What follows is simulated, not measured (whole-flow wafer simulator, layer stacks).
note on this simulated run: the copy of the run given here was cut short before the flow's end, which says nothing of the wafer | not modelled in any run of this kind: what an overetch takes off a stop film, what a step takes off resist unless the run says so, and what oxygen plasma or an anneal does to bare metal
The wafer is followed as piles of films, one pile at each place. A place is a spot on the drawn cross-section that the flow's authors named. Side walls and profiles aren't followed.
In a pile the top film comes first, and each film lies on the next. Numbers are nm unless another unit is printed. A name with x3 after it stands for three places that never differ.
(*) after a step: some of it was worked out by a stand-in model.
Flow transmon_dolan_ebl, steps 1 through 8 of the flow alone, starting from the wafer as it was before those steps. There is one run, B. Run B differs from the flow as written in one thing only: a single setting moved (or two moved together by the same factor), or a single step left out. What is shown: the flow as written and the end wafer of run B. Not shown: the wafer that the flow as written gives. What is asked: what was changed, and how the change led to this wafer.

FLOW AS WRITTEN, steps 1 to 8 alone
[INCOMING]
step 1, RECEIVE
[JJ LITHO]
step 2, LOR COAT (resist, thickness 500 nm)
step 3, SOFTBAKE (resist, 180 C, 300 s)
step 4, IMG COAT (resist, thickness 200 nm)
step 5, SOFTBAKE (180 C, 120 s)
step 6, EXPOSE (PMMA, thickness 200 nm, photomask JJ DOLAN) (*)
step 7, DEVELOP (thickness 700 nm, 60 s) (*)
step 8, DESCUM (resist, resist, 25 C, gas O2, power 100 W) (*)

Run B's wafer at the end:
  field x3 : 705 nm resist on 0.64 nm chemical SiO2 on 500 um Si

The reason: step 4, IMG COAT: thickness 220 nm was run, while the flow as written has thickness 200 nm.

How this came from the change, step by step:
  step 4, IMG COAT (resist, thickness 200 nm)
      field x3, jj_line: +220 resist (it would be, as written: +200 resist)
  step 7, DEVELOP (thickness 700 nm, 60 s) (*)
      jj_line: -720 resist (all of it) (it would be, as written: -700 resist (all of it))
